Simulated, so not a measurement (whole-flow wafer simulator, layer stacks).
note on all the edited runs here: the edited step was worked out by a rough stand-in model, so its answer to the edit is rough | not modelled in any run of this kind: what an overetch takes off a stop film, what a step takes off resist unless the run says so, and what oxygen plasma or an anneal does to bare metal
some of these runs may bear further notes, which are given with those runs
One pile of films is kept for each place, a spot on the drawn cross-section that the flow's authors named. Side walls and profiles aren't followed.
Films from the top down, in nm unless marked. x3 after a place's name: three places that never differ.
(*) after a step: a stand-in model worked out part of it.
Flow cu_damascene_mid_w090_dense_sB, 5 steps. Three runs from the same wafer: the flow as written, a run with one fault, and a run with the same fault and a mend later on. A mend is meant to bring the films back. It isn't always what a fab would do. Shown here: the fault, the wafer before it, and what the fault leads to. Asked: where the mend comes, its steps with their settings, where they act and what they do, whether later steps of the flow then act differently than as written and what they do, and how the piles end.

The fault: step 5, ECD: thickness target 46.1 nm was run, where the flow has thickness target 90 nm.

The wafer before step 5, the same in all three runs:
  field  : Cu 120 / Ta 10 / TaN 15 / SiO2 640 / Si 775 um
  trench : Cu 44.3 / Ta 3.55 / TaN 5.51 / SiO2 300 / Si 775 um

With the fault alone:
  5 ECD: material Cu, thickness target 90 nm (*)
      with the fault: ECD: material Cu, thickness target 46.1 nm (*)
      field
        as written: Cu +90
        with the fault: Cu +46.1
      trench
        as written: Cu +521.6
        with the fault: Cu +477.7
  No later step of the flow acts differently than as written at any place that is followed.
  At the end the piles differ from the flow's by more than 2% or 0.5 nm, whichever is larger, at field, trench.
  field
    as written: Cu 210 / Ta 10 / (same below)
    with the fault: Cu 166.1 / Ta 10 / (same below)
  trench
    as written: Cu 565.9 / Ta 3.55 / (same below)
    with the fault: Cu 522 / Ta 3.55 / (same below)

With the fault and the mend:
  The mend comes after step 5.
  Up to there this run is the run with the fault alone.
  5a ECD: material Cu, thickness target 43.9 nm (the flow's step 5 once more, with other settings)
      field, trench
        Cu +43.9
  No later step of the flow acts differently than as written at any place that is followed.
  At the end the piles are the same as the flow's at every place that both follow.
